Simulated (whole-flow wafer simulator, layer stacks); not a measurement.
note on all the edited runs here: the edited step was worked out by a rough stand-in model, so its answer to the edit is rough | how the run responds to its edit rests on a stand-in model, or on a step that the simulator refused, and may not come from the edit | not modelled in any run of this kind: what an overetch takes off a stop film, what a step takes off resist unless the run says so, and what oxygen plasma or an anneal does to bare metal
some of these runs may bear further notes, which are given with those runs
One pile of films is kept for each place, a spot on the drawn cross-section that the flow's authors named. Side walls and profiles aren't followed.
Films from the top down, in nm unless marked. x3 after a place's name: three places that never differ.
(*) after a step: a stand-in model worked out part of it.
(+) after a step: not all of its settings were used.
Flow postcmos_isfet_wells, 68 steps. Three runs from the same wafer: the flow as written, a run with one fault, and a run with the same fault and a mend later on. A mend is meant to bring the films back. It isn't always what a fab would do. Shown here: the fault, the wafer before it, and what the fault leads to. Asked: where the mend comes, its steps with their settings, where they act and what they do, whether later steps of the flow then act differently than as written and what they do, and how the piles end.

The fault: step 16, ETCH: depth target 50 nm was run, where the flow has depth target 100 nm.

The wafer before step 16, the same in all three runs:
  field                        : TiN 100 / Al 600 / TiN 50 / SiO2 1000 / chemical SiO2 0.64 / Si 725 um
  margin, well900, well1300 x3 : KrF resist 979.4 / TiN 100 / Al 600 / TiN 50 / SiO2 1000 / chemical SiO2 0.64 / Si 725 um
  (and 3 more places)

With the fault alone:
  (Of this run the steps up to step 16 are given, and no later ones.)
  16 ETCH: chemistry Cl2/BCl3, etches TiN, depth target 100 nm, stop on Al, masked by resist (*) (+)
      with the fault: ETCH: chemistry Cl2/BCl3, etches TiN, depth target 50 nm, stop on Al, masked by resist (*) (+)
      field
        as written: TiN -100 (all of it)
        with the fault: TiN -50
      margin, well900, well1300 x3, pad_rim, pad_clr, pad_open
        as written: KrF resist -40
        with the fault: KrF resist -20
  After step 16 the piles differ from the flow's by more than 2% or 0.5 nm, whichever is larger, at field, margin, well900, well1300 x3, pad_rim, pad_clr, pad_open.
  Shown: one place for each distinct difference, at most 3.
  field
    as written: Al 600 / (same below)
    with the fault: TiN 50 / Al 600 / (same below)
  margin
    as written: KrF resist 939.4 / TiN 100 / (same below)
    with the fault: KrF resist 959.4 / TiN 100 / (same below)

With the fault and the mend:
  The mend comes after step 16.
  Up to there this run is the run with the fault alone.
  16a ETCH: chemistry Cl2/BCl3, etches TiN, depth target 50 nm, stop on Al, masked by resist (the flow's step 16 once more, with other settings)
      margin, well900, well1300 x3, pad_rim, pad_clr, pad_open
        KrF resist -20
      field
        TiN -50 (all of it)
  No later step of the flow acts differently than as written at any place that is followed.
  At the end the piles are the same as the flow's at every place that both follow.
